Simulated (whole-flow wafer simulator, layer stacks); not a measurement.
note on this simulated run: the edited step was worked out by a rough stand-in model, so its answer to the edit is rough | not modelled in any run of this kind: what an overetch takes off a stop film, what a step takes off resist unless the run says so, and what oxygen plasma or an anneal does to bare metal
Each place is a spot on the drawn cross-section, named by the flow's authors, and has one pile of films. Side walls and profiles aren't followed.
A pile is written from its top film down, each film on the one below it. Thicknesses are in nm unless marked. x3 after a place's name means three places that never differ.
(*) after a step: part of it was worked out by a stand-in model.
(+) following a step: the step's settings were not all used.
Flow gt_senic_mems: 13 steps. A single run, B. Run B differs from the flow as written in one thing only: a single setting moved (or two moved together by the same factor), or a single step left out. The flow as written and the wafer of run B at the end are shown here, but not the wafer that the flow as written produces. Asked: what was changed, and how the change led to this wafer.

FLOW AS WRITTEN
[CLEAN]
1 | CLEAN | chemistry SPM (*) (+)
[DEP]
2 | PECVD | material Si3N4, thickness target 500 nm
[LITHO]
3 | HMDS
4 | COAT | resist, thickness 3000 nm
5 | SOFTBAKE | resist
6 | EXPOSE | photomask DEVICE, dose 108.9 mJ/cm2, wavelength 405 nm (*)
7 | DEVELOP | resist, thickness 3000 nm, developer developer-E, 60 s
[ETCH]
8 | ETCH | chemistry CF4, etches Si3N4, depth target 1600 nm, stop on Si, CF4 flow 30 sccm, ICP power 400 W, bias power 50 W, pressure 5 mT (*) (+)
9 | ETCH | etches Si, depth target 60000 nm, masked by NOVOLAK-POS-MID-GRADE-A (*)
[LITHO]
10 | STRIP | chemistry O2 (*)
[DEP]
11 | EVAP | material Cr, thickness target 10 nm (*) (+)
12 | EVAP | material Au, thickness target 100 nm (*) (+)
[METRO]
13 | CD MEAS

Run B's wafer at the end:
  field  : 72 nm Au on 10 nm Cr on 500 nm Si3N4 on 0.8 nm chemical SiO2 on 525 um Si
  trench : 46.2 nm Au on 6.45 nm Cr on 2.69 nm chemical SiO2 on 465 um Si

What caused this: step 12, EVAP: thickness target 72 nm was run, whereas the flow has thickness target 100 nm.
One can read it off the wafer: field has Au 72, and step 12 as written asks for 100 nm.

How this came from the change, step by step:
  12 | EVAP | material Au, thickness target 100 nm (*) (+)
      field: +72 Au (new film) (as written it would have been: +100 Au (new film))
      trench: +46.2 Au (new film) (as written it would have been: +64.1 Au (new film))
